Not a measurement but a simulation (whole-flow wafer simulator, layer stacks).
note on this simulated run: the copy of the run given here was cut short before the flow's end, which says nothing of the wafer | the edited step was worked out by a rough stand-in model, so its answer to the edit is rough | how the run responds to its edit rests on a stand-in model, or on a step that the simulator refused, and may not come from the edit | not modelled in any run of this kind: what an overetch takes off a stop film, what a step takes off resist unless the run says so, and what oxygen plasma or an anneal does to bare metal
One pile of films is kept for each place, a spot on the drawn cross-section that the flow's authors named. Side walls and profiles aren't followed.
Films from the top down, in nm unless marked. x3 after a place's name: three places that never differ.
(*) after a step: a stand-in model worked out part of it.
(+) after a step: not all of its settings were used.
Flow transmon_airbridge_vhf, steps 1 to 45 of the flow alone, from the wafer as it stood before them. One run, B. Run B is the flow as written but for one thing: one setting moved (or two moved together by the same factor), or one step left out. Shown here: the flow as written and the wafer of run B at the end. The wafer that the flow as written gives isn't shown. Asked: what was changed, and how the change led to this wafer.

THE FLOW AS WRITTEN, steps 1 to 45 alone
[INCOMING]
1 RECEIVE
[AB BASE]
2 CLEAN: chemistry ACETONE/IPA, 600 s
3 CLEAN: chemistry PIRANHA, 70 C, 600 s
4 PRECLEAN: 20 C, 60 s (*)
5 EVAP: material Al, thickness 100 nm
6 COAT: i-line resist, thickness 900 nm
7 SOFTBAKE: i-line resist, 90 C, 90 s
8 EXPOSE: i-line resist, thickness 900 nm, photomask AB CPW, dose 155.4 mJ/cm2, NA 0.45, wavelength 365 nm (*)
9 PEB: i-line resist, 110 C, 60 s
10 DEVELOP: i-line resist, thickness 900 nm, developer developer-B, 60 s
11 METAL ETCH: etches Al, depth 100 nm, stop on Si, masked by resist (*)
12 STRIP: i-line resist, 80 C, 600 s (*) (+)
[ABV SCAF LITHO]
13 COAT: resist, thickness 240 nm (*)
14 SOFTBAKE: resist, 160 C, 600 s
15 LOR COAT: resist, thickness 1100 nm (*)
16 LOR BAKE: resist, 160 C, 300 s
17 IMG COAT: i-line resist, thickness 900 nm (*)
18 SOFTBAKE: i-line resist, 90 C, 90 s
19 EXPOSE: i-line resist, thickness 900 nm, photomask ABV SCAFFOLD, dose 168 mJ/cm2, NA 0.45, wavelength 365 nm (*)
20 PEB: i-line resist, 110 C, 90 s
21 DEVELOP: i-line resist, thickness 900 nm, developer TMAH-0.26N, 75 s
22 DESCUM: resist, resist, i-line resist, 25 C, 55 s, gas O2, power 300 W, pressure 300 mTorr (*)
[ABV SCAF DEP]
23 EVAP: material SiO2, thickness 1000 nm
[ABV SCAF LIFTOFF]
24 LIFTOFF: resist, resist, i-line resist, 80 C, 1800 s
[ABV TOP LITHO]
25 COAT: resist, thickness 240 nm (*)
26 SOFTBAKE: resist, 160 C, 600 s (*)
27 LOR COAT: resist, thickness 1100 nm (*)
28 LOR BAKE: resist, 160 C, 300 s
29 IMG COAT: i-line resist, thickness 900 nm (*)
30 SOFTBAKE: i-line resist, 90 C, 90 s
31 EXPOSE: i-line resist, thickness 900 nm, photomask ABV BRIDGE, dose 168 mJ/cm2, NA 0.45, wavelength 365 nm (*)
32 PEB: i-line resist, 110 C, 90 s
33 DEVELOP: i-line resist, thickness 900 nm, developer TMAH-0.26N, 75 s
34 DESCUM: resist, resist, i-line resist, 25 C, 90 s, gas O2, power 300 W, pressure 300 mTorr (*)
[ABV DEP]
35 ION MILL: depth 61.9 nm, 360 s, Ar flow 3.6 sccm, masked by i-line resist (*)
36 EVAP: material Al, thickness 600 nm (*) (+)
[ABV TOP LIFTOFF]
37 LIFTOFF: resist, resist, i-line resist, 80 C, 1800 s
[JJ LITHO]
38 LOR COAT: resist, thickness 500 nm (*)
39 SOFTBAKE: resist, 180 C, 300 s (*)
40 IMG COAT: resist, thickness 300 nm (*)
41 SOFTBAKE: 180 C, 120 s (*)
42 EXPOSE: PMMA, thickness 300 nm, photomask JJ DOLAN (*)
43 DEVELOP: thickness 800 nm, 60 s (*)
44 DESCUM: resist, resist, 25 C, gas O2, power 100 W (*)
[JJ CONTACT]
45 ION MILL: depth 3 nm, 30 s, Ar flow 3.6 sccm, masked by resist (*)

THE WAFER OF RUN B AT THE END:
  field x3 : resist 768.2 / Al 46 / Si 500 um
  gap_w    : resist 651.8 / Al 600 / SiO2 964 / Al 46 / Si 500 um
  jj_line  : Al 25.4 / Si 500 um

The cause: step 11, METAL ETCH: depth 54 nm was run, where the flow has depth 100 nm.

How the change led to this, step by step:
  11 METAL ETCH: etches Al, depth 100 nm, stop on Si, masked by resist (*)
      field x3, jj_line, gap_w, gap_e: Al -54 (as written it would be: Al -100 (all of it))
      ground_far, pad_w, flank_w and 8 more: i-line resist -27 (as written it would be: i-line resist -50)
  12 STRIP: i-line resist, 80 C, 600 s (*) (+)
      ground_far, pad_w, flank_w and 8 more: i-line resist -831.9 (all of it) (as written it would be: i-line resist -808.9 (all of it))
  13 COAT: resist, thickness 240 nm (*)
      flank_w, flank_e: resist +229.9 (new film) (as written it would be: resist +222.3 (new film))
      gap_w, gap_e: resist +246.5 (new film) (as written it would be: resist +251.7 (new film))
  22 DESCUM: resist, resist, i-line resist, 25 C, 55 s, gas O2, power 300 W, pressure 300 mTorr (*)
      flank_w, flank_e: resist -229.9 (all of it) (as written it would be: resist -222.3 (all of it))
      gap_w, gap_e: resist -246.5 (all of it) (as written it would be: resist -251.7 (all of it))
  25 COAT: resist, thickness 240 nm (*)
      flank_w, flank_e: resist +158 (new film) (as written it would be: resist +152.6 (new film))
      gap_w, gap_e: resist +205.8 (new film) (as written it would be: resist +210.7 (new film))
  34 DESCUM: resist, resist, i-line resist, 25 C, 90 s, gas O2, power 300 W, pressure 300 mTorr (*)
      flank_w, flank_e: resist -158 (all of it) (as written it would be: resist -152.6 (all of it))
      gap_w, gap_e: resist -205.8 (all of it) (as written it would be: resist -210.7 (all of it))
  40 IMG COAT: resist, thickness 300 nm (*)
      flank_w, flank_e: resist +219.2 (as written it would be: resist +212.1)
  45 ION MILL: depth 3 nm, 30 s, Ar flow 3.6 sccm, masked by resist (*)
      jj_line: Al -20.6 (as written it would be: Si -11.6)
Counting metal films that touch as one body, field x3 has 1 body; the flow as written gives 0 bodies.
Counting metal films that touch as one body, gap_w has 2 bodies (between them, from the top down: SiO2 964); the flow as written gives 1 body.
Counting metal films that touch as one body, jj_line has 1 body; the flow as written gives 0 bodies.
